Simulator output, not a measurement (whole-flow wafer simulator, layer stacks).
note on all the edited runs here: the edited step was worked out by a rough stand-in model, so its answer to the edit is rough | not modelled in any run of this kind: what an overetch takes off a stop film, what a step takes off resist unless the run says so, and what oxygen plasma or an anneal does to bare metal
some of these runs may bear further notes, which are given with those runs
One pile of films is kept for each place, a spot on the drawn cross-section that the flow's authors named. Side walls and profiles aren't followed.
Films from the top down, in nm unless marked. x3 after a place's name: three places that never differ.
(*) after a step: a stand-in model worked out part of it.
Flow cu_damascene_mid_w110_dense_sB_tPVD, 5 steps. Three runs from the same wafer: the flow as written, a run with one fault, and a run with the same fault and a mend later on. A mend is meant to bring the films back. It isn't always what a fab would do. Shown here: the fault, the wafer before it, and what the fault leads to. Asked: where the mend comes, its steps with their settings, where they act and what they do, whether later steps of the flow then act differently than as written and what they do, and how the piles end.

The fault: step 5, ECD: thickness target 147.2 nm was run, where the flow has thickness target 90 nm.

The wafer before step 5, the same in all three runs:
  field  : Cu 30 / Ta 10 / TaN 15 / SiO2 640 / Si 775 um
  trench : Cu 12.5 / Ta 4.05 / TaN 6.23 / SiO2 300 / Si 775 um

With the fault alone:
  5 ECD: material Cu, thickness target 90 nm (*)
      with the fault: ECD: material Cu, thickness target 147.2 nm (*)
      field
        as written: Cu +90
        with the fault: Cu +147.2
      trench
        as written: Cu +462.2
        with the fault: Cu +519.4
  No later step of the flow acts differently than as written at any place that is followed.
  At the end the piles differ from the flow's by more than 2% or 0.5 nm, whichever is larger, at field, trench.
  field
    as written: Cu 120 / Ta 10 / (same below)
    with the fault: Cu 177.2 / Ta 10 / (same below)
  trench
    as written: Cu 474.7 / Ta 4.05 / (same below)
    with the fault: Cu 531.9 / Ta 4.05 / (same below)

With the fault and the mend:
  The mend comes after step 5.
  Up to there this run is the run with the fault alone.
  5a ETCH: chemistry cu recess dil, depth target 57.2 nm
      field, trench
        Cu -57.2
  No later step of the flow acts differently than as written at any place that is followed.
  At the end the piles are the same as the flow's at every place that both follow.
